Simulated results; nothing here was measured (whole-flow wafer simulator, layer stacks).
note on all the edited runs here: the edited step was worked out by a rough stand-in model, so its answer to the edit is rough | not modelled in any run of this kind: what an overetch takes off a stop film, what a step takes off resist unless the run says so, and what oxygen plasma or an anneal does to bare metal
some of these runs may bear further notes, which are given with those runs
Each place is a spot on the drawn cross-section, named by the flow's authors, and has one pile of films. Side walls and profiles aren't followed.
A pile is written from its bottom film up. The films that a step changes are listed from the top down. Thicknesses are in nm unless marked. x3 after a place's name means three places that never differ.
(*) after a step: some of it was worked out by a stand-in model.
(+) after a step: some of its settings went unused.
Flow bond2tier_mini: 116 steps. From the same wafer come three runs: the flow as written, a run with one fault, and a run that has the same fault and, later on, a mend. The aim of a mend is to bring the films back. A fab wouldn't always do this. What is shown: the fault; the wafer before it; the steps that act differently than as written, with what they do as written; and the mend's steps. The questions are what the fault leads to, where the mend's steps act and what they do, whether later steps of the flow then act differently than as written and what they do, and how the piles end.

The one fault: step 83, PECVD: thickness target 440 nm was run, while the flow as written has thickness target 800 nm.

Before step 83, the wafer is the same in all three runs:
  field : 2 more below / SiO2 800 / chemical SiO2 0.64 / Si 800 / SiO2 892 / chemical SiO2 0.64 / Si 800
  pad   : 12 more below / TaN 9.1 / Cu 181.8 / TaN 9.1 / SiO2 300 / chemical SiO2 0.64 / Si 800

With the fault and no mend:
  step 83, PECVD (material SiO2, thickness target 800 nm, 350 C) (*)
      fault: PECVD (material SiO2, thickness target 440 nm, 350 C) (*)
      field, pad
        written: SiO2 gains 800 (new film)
        fault: SiO2 gains 440 (new film)
  Steps further on in the flow that do not act as written (3 more steps, not shown, differ only slightly: by at most 2% or 0.5 nm, whichever is larger):
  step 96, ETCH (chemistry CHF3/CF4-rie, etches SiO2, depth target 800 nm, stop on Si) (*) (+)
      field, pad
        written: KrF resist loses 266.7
        fault: KrF resist loses 201.5
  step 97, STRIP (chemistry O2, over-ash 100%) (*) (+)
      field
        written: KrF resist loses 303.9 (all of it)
        fault: KrF resist loses 369.1 (all of it)
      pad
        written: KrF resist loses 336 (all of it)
        fault: KrF resist loses 401.1 (all of it)
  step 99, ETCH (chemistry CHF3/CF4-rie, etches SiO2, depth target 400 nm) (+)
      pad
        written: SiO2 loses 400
        fault: SiO2 loses 395 (all of it), Si loses 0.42
  At field, pad, the piles at the end differ from the flow's by more than 2% or 0.5 nm, whichever is larger.
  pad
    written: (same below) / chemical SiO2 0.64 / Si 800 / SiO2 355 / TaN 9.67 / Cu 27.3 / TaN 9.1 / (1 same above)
    fault: (same below) / chemical SiO2 0.64 / Si 799.6 / TaN 9.71 / Cu 22.7 / TaN 9.1 / (1 same above)
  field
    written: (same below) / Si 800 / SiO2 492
    fault: (same below) / Si 800 / SiO2 132

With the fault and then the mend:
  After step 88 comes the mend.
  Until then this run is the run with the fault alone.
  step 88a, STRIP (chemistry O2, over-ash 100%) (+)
      field
        KrF resist loses 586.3 (all of it)
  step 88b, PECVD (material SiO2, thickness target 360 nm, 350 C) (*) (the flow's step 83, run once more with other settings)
      field, pad
        SiO2 gains 360
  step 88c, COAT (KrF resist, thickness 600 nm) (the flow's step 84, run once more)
      field, pad
        KrF resist gains 600 (new film)
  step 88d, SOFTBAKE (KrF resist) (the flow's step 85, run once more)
      leaves every film unchanged at each place that is followed
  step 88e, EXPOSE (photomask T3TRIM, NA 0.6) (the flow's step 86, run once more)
      leaves every film unchanged at each place that is followed
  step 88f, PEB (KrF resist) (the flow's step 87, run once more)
      leaves every film unchanged at each place that is followed
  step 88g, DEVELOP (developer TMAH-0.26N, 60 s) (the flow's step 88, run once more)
      field
        KrF resist loses 13.7
      pad
        KrF resist loses 600 (all of it)
  Every later step of the flow that is run acts as written at every place that is followed.
  At every place that both follow, the piles at the end match the flow's.
